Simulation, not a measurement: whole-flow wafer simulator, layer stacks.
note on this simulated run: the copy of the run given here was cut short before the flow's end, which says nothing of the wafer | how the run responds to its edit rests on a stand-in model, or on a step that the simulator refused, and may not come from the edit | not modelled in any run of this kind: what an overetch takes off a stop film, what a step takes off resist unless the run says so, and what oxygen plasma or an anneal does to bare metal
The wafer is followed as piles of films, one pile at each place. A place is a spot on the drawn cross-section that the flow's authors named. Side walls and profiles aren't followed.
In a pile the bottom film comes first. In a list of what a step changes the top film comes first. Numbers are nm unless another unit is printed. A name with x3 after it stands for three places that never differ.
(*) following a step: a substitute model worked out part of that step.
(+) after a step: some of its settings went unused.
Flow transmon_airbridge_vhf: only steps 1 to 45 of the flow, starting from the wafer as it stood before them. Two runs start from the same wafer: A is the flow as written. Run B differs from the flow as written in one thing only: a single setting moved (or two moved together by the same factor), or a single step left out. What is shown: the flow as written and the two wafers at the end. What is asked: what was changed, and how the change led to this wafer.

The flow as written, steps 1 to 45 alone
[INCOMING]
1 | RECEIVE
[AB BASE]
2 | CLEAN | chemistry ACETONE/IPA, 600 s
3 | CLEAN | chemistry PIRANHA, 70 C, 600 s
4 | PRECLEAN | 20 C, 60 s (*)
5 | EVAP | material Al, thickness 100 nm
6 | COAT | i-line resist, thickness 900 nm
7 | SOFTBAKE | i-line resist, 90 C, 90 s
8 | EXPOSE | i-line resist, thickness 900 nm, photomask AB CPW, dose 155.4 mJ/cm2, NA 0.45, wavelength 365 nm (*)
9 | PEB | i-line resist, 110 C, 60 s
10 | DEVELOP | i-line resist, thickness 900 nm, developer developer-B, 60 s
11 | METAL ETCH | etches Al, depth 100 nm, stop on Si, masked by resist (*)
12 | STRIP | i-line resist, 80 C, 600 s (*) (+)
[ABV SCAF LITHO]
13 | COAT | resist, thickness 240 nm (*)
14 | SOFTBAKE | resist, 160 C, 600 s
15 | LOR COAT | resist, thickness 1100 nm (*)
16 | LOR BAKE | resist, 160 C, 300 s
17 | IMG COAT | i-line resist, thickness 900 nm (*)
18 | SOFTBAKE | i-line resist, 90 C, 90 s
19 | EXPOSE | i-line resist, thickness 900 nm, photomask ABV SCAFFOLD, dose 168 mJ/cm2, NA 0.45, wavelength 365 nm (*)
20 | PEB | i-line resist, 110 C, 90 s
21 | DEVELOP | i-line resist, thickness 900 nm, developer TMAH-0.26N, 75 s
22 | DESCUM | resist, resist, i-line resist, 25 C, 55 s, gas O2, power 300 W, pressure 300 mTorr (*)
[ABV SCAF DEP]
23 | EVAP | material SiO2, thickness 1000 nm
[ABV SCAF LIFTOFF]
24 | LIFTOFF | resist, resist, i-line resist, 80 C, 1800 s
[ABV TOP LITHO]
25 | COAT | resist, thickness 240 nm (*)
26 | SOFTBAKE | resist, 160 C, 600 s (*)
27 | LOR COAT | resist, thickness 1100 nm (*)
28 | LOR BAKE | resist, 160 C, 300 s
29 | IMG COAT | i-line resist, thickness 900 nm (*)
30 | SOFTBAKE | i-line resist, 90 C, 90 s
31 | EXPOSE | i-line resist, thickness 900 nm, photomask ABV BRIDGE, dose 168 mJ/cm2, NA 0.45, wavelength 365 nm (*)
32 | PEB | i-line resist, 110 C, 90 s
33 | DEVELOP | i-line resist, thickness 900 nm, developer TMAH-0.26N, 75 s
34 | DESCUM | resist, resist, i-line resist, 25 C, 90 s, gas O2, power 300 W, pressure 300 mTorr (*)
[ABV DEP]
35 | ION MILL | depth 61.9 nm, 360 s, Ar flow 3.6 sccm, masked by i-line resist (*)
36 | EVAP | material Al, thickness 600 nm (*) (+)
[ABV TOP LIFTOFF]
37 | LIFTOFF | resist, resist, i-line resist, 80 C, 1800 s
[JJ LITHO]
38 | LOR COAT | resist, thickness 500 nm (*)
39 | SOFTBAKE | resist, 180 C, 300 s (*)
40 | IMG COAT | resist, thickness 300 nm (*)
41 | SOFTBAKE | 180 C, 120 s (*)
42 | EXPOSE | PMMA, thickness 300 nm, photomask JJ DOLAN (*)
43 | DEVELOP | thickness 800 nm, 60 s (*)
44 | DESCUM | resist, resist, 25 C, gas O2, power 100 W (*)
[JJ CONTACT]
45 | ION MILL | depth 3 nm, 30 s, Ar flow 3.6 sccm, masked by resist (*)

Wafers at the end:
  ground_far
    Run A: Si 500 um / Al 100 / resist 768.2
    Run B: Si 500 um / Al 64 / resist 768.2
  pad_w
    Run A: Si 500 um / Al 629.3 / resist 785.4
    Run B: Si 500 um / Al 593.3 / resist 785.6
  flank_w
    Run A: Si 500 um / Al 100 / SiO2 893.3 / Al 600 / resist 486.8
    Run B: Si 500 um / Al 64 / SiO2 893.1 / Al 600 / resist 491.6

The reason: step 5, EVAP: thickness 64 nm was run, whereas the flow has thickness 100 nm.
The wafer itself shows it: ground_far has Al 64, and step 5 as written asks for 100 nm.

The path from the change to this, step by step:
  5 | EVAP | material Al, thickness 100 nm
      field x3, jj_line, ground_far and 12 more: A +100 Al (new film) | B +64 Al (new film)
  11 | METAL ETCH | etches Al, depth 100 nm, stop on Si, masked by resist (*)
      ground_far, pad_w, flank_w and 8 more: A -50 i-line resist | B -48 i-line resist
      field x3, jj_line, gap_w, gap_e: A -100 Al (all of it) | B -64 Al (all of it)
  13 | COAT | resist, thickness 240 nm (*)
      flank_w, flank_e: A +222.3 resist (new film) | B +228.2 resist (new film)
  22 | DESCUM | resist, resist, i-line resist, 25 C, 55 s, gas O2, power 300 W, pressure 300 mTorr (*)
      flank_w, flank_e: A -222.3 resist (all of it) | B -228.2 resist (all of it)
  25 | COAT | resist, thickness 240 nm (*)
      flank_w, flank_e: A +152.6 resist (new film) | B +156.5 resist (new film)
  34 | DESCUM | resist, resist, i-line resist, 25 C, 90 s, gas O2, power 300 W, pressure 300 mTorr (*)
      flank_w, flank_e: A -152.6 resist (all of it) | B -156.5 resist (all of it)
  40 | IMG COAT | resist, thickness 300 nm (*)
      flank_w, flank_e: A +212.1 resist | B +217.8 resist
